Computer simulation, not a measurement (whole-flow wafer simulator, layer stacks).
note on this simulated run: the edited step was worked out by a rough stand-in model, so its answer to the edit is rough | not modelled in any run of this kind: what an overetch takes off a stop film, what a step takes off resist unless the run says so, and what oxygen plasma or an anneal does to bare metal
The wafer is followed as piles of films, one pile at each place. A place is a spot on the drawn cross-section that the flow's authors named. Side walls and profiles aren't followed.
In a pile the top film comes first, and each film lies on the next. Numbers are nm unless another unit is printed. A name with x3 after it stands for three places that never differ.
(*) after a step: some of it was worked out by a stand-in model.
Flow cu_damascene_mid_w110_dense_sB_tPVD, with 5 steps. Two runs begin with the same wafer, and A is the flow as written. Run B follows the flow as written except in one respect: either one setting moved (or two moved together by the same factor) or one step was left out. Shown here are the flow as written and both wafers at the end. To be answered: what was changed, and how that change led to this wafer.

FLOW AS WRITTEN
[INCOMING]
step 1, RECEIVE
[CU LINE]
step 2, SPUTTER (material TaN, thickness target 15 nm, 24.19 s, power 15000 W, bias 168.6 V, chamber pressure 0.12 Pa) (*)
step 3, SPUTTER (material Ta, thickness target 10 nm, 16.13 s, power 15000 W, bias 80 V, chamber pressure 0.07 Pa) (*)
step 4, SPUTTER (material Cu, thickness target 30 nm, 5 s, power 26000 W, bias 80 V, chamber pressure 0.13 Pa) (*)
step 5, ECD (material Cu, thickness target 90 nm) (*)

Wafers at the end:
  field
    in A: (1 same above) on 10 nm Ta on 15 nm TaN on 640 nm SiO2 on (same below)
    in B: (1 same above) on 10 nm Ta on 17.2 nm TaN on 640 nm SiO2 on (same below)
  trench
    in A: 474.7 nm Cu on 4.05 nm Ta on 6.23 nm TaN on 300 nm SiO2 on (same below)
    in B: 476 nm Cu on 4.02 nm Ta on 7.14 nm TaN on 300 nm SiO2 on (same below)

Cause: step 2, SPUTTER: thickness target 17.2 nm was run, while the flow as written has thickness target 15 nm.
The wafer itself shows it: field has TaN 17.2, and step 2 as written asks for 15 nm.

The path from the change to this, step by step:
  step 2, SPUTTER (material TaN, thickness target 15 nm, 24.19 s, power 15000 W, bias 168.6 V, chamber pressure 0.12 Pa) (*)
      field: A TaN gains 15 (new film) | B TaN gains 17.2 (new film)
      trench: A TaN gains 6.23 (new film) | B TaN gains 7.14 (new film)
